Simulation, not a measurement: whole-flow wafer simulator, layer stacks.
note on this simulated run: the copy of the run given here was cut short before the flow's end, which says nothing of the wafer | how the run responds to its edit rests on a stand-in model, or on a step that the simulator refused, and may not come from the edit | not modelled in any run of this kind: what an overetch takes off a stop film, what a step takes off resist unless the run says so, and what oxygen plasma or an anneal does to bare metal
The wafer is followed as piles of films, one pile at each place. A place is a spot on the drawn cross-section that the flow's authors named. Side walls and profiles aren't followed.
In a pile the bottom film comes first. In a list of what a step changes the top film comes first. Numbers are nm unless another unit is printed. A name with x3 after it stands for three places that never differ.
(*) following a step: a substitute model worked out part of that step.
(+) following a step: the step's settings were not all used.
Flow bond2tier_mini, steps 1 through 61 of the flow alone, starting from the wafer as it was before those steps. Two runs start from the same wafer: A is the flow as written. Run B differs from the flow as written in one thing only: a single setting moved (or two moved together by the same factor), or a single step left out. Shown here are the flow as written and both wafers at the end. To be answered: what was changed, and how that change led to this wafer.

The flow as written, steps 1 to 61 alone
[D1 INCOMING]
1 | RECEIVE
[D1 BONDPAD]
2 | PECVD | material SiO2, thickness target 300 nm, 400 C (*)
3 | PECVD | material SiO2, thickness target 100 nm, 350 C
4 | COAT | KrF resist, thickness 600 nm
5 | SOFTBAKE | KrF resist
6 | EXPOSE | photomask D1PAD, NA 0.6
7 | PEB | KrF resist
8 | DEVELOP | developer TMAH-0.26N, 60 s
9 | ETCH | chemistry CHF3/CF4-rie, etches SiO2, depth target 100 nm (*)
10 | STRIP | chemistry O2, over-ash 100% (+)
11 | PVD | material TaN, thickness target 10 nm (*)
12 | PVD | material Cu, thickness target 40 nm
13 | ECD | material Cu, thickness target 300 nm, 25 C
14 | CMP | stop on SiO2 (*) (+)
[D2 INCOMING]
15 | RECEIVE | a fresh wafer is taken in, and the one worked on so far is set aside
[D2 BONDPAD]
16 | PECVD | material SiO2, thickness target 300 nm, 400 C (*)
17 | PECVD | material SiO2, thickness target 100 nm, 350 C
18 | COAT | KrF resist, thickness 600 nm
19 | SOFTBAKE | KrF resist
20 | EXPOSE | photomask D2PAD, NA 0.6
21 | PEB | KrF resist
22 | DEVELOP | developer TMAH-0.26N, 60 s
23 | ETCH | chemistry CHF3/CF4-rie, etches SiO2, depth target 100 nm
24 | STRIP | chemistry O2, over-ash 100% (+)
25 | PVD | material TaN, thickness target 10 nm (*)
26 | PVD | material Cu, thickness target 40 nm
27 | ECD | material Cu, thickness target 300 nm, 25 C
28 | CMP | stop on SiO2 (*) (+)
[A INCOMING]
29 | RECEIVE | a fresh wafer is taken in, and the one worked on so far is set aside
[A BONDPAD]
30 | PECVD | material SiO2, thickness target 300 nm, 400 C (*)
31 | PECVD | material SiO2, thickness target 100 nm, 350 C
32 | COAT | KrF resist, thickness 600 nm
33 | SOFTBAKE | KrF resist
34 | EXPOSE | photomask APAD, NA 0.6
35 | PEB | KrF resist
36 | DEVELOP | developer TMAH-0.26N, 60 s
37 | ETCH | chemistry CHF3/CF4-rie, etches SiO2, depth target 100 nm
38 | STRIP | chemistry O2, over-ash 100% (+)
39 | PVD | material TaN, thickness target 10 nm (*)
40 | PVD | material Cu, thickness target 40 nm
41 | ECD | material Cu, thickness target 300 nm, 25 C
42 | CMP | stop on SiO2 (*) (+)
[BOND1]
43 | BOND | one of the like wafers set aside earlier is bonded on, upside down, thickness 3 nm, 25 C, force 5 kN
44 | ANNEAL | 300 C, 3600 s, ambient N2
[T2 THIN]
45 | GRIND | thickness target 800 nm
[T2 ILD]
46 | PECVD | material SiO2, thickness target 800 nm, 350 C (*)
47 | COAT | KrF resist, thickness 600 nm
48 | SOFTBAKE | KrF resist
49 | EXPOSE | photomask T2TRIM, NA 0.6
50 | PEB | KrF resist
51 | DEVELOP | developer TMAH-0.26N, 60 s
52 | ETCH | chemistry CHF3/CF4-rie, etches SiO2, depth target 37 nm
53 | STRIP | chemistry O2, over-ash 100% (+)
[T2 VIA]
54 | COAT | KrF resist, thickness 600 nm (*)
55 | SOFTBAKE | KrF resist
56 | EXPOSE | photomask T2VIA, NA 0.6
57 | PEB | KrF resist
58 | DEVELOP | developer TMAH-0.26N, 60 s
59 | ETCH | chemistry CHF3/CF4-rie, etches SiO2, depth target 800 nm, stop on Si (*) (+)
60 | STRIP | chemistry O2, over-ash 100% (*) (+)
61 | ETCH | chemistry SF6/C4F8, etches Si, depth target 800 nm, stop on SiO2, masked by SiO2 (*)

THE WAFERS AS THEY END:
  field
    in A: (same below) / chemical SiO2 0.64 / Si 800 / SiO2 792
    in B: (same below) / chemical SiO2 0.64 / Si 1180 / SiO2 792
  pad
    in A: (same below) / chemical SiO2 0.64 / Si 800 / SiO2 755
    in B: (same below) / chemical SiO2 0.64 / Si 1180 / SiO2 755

What caused this: step 45, GRIND: thickness target 1180 nm was run, though the flow has thickness target 800 nm.
One can read it off the wafer: field has Si 1180, and step 45 as written asks for 800 nm.

The path from the change to this, step by step:
  45 | GRIND | thickness target 800 nm
      field, pad, via: A Si loses 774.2 um | B Si loses 773.82 um
